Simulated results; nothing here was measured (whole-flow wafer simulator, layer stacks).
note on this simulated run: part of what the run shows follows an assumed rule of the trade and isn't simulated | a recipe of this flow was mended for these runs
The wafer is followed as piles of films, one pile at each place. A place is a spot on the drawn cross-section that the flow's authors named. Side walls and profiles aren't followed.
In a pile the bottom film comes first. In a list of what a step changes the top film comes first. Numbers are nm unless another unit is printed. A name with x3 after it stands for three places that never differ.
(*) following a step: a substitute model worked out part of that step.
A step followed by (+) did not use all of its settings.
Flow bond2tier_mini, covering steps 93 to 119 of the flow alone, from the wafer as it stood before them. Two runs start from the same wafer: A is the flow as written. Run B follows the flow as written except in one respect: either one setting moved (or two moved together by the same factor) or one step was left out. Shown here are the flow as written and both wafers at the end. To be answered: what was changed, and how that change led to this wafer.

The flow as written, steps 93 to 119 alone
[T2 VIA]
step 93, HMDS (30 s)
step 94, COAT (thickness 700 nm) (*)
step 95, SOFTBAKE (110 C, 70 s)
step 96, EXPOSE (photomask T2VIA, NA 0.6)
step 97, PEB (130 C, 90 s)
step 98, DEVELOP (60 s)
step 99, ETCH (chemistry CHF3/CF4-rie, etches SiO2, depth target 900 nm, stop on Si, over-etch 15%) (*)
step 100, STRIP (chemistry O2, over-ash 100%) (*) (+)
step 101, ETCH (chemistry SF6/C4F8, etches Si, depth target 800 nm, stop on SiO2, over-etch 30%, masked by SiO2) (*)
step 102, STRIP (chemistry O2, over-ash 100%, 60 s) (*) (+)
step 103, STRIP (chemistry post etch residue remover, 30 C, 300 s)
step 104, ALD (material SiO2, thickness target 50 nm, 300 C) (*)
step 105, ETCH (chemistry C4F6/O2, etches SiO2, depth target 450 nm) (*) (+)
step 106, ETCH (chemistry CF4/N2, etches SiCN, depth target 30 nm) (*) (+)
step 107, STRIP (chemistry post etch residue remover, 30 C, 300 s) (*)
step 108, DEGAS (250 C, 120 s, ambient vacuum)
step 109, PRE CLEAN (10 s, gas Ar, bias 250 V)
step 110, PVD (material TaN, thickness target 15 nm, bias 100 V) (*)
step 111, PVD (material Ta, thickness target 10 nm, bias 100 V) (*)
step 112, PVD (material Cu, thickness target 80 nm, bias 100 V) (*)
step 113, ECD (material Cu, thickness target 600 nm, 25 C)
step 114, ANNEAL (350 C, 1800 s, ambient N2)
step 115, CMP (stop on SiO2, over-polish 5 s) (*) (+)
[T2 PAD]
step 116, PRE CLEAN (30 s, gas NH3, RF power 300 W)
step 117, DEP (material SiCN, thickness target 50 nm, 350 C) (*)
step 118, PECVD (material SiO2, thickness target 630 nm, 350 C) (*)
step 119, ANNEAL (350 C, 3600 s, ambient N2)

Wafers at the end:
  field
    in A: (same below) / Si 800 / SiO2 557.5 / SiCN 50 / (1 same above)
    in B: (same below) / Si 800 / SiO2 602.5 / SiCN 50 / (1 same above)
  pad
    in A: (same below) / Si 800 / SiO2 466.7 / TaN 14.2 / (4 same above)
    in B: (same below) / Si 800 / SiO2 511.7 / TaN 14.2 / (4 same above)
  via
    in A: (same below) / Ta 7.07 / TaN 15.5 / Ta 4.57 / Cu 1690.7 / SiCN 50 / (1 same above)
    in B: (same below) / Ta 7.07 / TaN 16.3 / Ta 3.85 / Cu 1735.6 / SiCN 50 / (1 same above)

Cause: step 104, ALD: thickness target 95 nm was run, whereas the flow has thickness target 50 nm.

Step by step, how the change led to this:
  step 104, ALD (material SiO2, thickness target 50 nm, 300 C) (*)
      field, pad, via: A +50 SiO2 | B +95 SiO2
  step 105, ETCH (chemistry C4F6/O2, etches SiO2, depth target 450 nm) (*) (+)
      via: A -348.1 SiO2 (all of it), -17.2 SiCN | B -393.1 SiO2 (all of it), -9.59 SiCN
  step 106, ETCH (chemistry CF4/N2, etches SiCN, depth target 30 nm) (*) (+)
      via: A -17.6 SiCN (all of it), -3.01 TaN | B -25.2 SiCN (all of it), -1.16 TaN
  step 110, PVD (material TaN, thickness target 15 nm, bias 100 V) (*)
      via: A +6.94 TaN | B +5.89 TaN
  step 111, PVD (material Ta, thickness target 10 nm, bias 100 V) (*)
      via: A +4.57 Ta (new film) | B +3.85 Ta (new film)
  step 112, PVD (material Cu, thickness target 80 nm, bias 100 V) (*)
      via: A +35 Cu (new film) | B +25.9 Cu (new film)
  step 113, ECD (material Cu, thickness target 600 nm, 25 C)
      via: A +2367 Cu | B +2421 Cu
